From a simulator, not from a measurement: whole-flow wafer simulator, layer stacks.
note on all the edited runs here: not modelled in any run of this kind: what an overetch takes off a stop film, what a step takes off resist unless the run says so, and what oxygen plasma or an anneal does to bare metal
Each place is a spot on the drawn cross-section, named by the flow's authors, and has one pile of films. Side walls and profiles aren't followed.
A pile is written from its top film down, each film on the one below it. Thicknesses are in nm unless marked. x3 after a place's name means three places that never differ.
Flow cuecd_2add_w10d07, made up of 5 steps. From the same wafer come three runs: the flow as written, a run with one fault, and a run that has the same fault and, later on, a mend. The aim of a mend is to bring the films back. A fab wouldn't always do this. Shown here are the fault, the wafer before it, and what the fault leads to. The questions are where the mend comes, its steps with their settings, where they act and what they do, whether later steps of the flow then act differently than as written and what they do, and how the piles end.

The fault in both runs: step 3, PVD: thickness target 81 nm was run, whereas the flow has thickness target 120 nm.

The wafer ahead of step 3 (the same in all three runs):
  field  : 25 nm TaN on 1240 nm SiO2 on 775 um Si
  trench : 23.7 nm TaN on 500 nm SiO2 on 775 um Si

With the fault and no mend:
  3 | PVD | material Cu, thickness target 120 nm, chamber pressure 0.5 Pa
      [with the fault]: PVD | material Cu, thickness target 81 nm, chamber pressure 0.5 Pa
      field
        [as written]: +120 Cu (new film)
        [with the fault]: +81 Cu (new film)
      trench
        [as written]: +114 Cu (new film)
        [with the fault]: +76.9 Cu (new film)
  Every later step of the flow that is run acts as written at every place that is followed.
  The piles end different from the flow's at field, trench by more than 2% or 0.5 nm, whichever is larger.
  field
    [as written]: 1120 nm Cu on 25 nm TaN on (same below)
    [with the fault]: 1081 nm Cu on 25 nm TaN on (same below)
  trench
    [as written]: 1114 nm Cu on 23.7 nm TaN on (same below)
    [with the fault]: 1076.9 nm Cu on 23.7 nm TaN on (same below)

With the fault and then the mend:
  The mend stands after step 3.
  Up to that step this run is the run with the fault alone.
  3a | PVD | material Cu, thickness target 39 nm, chamber pressure 0.5 Pa (the flow's step 3, run once more with other settings)
      field
        +39 Cu
      trench
        +36.9 Cu
  Every later step of the flow that is run acts as written at every place that is followed.
  At the end the piles are close to the flow's at the places that both follow, differing by at most 2% or 0.5 nm, whichever is larger.
